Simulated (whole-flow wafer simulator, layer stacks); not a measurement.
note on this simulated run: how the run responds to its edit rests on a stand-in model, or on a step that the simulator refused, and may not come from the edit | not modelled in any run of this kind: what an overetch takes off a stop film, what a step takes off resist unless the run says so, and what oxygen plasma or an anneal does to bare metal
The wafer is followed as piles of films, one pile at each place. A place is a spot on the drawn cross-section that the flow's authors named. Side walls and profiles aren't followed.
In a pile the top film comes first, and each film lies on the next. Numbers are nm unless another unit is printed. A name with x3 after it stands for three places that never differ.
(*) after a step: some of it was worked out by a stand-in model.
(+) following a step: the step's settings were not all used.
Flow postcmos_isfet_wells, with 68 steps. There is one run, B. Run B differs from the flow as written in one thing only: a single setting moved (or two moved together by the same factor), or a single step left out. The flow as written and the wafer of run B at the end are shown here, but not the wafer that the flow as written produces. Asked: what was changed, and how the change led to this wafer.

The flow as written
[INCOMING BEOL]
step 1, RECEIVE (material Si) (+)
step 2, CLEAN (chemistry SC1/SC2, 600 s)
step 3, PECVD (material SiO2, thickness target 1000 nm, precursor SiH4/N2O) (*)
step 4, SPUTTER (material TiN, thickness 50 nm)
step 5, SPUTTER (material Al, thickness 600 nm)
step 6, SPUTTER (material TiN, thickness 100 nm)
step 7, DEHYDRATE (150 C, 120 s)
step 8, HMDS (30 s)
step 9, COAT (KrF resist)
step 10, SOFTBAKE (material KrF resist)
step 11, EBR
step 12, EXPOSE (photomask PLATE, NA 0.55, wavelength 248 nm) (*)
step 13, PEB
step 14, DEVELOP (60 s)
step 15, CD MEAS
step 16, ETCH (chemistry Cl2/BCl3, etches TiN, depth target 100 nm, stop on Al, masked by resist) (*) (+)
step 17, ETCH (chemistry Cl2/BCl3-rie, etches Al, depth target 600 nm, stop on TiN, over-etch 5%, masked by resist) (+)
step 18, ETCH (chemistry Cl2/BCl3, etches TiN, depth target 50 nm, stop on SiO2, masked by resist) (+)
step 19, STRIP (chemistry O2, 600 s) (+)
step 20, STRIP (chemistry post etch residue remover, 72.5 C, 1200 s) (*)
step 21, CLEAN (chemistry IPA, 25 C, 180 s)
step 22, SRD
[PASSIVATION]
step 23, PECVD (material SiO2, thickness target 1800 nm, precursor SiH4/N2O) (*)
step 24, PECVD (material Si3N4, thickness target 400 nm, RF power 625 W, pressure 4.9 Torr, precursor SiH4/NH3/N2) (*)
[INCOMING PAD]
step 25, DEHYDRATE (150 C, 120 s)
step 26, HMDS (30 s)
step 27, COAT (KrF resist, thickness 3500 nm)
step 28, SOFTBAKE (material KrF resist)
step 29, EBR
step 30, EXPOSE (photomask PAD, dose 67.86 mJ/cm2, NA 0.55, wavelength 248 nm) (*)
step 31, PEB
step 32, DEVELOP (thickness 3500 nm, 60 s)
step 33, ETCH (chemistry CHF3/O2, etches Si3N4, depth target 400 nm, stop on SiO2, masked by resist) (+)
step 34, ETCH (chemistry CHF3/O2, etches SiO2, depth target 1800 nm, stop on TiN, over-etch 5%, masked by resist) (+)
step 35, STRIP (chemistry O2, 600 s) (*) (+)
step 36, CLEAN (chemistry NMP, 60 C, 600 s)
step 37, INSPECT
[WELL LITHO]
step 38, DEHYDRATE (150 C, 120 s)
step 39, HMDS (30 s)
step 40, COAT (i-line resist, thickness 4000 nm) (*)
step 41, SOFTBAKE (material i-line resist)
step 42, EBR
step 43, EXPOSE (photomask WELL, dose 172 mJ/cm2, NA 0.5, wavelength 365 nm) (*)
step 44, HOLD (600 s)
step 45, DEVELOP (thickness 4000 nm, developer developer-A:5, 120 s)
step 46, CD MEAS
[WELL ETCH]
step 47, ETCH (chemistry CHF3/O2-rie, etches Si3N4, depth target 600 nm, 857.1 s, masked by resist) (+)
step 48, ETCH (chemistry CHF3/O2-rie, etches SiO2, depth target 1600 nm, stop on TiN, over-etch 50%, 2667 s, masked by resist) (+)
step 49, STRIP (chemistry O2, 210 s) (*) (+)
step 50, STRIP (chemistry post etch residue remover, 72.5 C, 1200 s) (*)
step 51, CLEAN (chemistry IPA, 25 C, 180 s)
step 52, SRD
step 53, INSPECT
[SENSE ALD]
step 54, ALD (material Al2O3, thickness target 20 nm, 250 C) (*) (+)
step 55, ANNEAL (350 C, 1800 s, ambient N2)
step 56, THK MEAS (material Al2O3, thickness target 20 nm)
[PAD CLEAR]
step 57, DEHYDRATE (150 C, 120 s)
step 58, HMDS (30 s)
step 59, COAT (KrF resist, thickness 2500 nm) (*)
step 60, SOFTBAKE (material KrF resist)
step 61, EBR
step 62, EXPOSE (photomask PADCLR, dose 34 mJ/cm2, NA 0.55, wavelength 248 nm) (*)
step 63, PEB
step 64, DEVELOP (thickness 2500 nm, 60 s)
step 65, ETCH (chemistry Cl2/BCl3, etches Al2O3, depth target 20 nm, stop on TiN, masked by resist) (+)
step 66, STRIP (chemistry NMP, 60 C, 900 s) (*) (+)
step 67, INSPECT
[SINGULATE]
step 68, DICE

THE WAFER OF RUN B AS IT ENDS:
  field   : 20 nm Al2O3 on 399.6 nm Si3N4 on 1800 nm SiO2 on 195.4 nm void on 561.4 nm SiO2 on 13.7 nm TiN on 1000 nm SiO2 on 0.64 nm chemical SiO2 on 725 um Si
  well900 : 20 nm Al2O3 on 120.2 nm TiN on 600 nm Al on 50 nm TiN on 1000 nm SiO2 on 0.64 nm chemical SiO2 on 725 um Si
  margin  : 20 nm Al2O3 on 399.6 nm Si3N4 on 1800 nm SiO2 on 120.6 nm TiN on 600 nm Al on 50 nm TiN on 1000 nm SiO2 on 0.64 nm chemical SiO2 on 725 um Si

What caused this: step 6, SPUTTER: thickness 121 nm was run, though the flow has thickness 100 nm.

How this came from the change, step by step:
  step 6, SPUTTER (material TiN, thickness 100 nm)
      field, margin, well900, well1300 x3, pad_rim, pad_clr, pad_open: TiN gains 121 (new film) (it would be, as written: TiN gains 100 (new film))
  step 16, ETCH (chemistry Cl2/BCl3, etches TiN, depth target 100 nm, stop on Al, masked by resist) (*) (+)
      field: TiN loses 100 (it would be, as written: TiN loses 100 (all of it))
  step 17, ETCH (chemistry Cl2/BCl3-rie, etches Al, depth target 600 nm, stop on TiN, over-etch 5%, masked by resist) (+)
      field: TiN loses 21 (all of it), Al loses 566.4 (it would be, as written: Al loses 600 (all of it))
  step 18, ETCH (chemistry Cl2/BCl3, etches TiN, depth target 50 nm, stop on SiO2, masked by resist) (+)
      field: Al loses 33.6 (all of it), TiN loses 35.9 (it would be, as written: TiN loses 50 (all of it))
  step 23, PECVD (material SiO2, thickness target 1800 nm, precursor SiH4/N2O) (*)
      field: SiO2 gains 1800 (new film), void gains 195.4 (new film), SiO2 gains 561.4 (new film) (it would be, as written: SiO2 gains 1800 (new film), void gains 189.9 (new film), SiO2 gains 559.7)
If metal films that touch count as one body, field has 1 body; the flow as written gives 0 bodies.
